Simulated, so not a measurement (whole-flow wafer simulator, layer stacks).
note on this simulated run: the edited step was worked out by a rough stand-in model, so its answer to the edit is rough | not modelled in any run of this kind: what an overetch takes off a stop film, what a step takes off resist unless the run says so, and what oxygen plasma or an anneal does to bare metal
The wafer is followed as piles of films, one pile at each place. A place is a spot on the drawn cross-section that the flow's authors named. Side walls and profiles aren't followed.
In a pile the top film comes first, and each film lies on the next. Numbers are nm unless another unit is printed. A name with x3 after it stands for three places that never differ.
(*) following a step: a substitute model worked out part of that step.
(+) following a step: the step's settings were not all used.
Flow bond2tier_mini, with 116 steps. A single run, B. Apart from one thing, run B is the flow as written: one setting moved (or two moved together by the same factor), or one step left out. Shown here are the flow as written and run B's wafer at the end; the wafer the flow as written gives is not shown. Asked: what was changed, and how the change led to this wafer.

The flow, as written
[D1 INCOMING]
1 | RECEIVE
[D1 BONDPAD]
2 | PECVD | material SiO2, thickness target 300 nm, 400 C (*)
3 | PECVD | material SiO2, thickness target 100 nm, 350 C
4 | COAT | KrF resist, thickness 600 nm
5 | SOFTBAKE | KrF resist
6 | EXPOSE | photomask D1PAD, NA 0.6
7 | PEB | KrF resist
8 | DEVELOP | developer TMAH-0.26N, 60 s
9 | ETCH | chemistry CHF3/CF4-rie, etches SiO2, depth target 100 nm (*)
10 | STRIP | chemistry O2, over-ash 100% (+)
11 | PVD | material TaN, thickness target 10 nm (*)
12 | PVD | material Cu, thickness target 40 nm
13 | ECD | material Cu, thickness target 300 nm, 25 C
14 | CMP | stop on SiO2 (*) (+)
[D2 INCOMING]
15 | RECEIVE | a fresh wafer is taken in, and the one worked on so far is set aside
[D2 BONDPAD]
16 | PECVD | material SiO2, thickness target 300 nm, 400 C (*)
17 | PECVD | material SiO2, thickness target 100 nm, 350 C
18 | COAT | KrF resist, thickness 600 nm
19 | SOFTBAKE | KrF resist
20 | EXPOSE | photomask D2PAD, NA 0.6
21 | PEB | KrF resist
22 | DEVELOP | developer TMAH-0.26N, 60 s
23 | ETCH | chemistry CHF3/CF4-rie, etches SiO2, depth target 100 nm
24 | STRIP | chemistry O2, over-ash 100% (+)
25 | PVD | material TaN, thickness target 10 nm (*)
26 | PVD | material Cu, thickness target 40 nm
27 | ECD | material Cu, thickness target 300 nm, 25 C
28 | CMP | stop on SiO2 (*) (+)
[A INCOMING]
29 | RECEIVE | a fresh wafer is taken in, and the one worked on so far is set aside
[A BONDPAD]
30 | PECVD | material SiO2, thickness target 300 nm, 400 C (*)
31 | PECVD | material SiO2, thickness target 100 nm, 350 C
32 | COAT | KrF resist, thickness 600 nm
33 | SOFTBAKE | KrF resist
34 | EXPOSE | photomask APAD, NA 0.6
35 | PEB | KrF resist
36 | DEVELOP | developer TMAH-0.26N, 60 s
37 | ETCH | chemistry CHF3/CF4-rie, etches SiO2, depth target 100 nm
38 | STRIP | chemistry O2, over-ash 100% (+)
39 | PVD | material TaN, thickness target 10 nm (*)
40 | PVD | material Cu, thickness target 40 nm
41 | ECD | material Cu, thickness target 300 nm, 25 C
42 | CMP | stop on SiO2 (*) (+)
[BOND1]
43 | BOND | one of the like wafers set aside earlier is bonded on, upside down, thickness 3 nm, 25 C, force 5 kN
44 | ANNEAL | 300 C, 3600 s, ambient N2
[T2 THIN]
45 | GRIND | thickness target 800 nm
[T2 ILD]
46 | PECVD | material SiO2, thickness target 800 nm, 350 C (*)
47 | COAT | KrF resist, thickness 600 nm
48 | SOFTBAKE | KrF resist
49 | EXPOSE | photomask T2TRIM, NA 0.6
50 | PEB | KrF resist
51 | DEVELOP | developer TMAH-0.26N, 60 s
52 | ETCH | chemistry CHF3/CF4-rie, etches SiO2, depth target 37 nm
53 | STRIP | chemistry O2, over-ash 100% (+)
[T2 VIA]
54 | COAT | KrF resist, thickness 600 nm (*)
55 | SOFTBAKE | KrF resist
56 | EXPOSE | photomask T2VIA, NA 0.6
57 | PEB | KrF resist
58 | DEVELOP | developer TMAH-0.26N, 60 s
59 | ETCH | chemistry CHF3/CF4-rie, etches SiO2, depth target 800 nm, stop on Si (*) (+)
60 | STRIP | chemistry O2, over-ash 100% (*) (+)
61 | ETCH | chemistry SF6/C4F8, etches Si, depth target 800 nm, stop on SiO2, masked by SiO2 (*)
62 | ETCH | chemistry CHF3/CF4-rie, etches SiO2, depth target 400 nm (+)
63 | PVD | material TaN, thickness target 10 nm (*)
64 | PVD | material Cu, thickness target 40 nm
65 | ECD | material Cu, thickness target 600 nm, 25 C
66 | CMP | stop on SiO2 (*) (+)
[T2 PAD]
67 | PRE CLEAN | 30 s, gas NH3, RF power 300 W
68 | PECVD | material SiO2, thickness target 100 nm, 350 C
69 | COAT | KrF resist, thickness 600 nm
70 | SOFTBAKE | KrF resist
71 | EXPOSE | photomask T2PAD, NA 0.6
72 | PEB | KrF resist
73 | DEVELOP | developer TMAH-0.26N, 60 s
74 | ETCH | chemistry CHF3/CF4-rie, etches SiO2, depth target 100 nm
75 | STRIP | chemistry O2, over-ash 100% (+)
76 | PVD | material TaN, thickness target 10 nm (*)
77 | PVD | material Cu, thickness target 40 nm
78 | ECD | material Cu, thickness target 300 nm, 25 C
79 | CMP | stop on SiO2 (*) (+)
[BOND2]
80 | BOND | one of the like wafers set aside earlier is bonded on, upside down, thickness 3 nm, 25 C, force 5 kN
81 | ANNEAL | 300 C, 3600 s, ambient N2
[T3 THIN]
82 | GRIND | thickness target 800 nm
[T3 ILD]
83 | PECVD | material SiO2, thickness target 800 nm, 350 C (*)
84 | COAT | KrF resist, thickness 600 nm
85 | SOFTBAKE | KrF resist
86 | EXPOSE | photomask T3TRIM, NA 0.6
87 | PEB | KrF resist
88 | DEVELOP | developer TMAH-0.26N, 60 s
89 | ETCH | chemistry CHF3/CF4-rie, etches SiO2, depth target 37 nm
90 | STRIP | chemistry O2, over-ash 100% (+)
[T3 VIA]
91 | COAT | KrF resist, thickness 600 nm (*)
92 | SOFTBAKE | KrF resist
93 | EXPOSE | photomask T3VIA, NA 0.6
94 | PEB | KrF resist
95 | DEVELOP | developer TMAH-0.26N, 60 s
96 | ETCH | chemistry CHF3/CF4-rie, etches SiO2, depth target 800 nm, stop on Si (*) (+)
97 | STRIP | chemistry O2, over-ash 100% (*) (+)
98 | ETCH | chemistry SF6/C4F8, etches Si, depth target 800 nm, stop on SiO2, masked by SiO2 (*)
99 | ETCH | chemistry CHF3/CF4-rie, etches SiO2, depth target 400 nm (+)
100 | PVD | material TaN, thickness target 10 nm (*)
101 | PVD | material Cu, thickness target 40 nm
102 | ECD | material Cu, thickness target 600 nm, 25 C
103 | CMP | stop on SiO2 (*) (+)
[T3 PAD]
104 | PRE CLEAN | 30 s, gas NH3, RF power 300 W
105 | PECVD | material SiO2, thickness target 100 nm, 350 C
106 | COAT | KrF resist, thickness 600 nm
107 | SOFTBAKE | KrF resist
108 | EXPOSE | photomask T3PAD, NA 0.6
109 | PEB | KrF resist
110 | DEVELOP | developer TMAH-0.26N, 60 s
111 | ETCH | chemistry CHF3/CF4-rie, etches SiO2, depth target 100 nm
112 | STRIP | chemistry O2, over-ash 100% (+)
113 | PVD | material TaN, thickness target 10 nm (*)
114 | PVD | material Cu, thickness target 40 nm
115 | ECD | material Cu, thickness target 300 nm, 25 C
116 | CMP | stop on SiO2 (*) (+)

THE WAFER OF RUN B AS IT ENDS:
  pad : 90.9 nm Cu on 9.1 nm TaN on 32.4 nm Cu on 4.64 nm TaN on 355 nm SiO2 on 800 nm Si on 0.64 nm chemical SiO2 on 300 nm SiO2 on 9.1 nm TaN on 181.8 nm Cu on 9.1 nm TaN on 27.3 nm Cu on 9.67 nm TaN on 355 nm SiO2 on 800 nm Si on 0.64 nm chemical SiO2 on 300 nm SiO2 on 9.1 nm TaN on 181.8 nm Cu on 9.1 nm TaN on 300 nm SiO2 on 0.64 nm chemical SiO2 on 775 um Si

What caused this: step 100, PVD: thickness target 4.8 nm was run, though the flow has thickness target 10 nm.

The path from the change to this, step by step:
  100 | PVD | material TaN, thickness target 10 nm (*)
      field: +4.8 TaN (new film) (it would be, as written: +10 TaN (new film))
      pad: +4.64 TaN (new film) (it would be, as written: +9.67 TaN (new film))
  103 | CMP | stop on SiO2 (*) (+)
      field: -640 Cu (all of it), -4.8 TaN (all of it) (it would be, as written: -640 Cu (all of it), -10 TaN (all of it))
